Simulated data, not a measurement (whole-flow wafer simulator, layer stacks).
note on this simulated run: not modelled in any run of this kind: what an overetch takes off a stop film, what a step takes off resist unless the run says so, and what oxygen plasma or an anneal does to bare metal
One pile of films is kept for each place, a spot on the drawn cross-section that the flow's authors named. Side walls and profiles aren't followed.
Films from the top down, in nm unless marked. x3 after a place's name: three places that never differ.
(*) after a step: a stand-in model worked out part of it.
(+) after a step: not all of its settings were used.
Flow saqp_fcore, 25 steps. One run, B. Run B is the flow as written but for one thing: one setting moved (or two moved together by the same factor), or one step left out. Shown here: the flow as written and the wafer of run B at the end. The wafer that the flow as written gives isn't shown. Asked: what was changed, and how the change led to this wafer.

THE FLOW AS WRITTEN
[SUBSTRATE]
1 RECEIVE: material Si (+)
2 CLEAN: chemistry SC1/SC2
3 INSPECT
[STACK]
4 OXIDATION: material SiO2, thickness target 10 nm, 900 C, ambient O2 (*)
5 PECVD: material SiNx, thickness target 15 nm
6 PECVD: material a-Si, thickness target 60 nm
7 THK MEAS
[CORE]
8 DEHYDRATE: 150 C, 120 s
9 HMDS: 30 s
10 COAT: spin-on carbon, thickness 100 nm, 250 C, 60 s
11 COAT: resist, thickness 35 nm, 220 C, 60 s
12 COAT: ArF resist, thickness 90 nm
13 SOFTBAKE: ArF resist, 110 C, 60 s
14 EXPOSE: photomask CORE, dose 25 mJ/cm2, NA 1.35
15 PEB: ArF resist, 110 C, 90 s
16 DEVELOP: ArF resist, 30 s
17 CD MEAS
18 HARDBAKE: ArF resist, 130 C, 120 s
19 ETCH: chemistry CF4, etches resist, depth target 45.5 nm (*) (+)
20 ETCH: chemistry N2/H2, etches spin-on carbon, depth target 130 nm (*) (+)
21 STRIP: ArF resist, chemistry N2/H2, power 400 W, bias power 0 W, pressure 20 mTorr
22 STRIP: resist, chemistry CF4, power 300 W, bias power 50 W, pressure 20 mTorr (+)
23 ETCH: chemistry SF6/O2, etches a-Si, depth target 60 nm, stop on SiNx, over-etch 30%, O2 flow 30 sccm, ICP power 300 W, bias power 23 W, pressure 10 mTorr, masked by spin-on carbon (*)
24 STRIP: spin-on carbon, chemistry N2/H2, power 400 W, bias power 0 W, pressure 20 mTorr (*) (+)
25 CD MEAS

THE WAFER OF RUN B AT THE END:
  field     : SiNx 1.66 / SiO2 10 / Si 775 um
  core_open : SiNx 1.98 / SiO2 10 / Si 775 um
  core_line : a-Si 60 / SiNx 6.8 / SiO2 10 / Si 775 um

The cause: step 5, PECVD: thickness target 6.8 nm was run, where the flow has thickness target 15 nm.
It can be read off the wafer: core_line has SiNx 6.8, and step 5 as written asks for 15 nm.

How the change led to this, step by step:
  5 PECVD: material SiNx, thickness target 15 nm
      field, core_open, core_line: SiNx +6.8 (new film) (as written it would be: SiNx +15 (new film))
